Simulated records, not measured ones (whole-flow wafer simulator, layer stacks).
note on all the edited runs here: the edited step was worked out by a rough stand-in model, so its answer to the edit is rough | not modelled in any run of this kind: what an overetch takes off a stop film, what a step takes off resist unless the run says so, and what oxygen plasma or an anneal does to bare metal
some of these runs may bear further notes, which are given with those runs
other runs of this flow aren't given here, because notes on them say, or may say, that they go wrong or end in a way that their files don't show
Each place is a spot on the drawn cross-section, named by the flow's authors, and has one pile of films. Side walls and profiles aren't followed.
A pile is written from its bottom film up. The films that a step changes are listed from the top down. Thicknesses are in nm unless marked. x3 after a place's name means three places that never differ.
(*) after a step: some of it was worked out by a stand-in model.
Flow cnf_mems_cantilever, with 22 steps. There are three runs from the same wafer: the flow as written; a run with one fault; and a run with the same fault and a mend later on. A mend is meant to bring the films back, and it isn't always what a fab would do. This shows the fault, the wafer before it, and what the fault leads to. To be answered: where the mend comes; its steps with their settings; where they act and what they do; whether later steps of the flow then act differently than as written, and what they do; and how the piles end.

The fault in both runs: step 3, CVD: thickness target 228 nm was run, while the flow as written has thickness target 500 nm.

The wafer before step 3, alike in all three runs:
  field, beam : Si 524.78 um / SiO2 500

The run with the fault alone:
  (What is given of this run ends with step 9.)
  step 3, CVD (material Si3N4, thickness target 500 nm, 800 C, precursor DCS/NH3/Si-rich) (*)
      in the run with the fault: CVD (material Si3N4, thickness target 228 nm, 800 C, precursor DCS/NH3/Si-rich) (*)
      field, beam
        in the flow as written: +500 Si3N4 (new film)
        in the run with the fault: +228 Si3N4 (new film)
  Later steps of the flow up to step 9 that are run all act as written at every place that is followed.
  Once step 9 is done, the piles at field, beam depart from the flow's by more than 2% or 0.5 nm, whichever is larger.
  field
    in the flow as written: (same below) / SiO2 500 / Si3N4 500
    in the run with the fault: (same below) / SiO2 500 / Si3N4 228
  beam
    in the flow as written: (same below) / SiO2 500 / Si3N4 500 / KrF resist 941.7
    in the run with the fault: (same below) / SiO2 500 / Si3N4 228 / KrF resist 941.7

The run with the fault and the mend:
  The mend stands after step 3.
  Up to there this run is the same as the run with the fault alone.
  step 3a, ETCH (chemistry h3po4, depth target 262.2 nm)
      field, beam
        -228 Si3N4 (all of it)
  step 3b, CLEAN (chemistry SC1/SC2) (a further turn of the flow's step 1)
      does not change any film at any place that is followed
  step 3c, CVD (material Si3N4, thickness target 500 nm, 800 C, precursor DCS/NH3/Si-rich) (*) (a further turn of the flow's step 3)
      field, beam
        +500 Si3N4 (new film)
  Later steps of the flow that are run all act as written at every place that is followed.
  The piles end the same as the flow's at every place that both follow.
